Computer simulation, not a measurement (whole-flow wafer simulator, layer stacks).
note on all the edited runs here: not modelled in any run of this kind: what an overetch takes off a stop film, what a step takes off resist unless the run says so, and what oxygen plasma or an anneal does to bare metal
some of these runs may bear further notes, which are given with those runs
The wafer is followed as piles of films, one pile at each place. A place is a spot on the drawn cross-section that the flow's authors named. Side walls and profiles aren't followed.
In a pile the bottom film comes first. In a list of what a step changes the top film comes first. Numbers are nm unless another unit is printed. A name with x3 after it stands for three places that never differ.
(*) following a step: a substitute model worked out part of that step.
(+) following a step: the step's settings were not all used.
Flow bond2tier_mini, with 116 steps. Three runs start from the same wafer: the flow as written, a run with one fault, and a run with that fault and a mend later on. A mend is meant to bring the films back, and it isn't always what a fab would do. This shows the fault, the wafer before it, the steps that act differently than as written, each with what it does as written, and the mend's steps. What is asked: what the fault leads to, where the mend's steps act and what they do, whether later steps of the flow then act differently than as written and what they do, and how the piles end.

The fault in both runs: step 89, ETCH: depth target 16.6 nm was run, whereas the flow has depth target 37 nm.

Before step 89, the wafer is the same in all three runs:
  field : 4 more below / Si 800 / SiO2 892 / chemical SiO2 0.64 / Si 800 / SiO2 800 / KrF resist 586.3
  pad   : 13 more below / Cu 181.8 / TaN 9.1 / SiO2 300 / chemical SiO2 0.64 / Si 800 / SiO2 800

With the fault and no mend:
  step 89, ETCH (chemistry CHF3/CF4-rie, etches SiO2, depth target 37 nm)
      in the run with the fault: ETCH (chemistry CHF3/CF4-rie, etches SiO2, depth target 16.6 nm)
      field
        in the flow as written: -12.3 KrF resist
        in the run with the fault: -5.53 KrF resist
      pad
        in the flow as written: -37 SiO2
        in the run with the fault: -16.6 SiO2
  Later steps of the flow acting differently than as written (4 other steps are not shown; they differ only slightly, by no more than 2% or 0.5 nm, whichever is larger):
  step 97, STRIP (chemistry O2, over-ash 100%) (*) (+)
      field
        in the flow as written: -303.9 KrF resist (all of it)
        in the run with the fault: -312.6 KrF resist (all of it)
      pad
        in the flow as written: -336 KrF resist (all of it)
        in the run with the fault: -326.9 KrF resist (all of it)
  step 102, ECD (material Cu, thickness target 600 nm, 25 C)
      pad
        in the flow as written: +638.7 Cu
        in the run with the fault: +617.3 Cu
  By the end, the piles at pad depart from the flow's by more than 2% or 0.5 nm, whichever is larger.
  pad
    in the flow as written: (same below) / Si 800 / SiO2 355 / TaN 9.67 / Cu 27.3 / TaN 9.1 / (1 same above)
    in the run with the fault: (same below) / Si 800 / SiO2 375.4 / TaN 9.86 / Cu 6.74 / TaN 9.1 / (1 same above)

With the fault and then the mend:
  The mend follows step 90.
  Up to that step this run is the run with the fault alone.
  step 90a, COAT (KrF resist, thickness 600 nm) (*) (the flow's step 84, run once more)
      field
        +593 KrF resist (new film)
      pad
        +607.3 KrF resist (new film)
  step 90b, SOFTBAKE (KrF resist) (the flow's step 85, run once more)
      does not change any film at any place that is followed
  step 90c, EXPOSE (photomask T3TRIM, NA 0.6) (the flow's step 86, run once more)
      does not change any film at any place that is followed
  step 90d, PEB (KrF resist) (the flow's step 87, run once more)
      does not change any film at any place that is followed
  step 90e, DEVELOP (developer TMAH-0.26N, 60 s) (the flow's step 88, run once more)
      field
        -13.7 KrF resist
      pad
        -607.3 KrF resist (all of it)
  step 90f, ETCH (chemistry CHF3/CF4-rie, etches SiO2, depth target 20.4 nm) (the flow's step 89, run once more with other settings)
      field
        -6.8 KrF resist
      pad
        -20.4 SiO2
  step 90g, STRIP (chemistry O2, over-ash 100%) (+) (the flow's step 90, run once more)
      field
        -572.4 KrF resist (all of it)
  Later steps of the flow that are run all act as written at every place that is followed.
  By the end, the piles equal the flow's at every place that both follow.
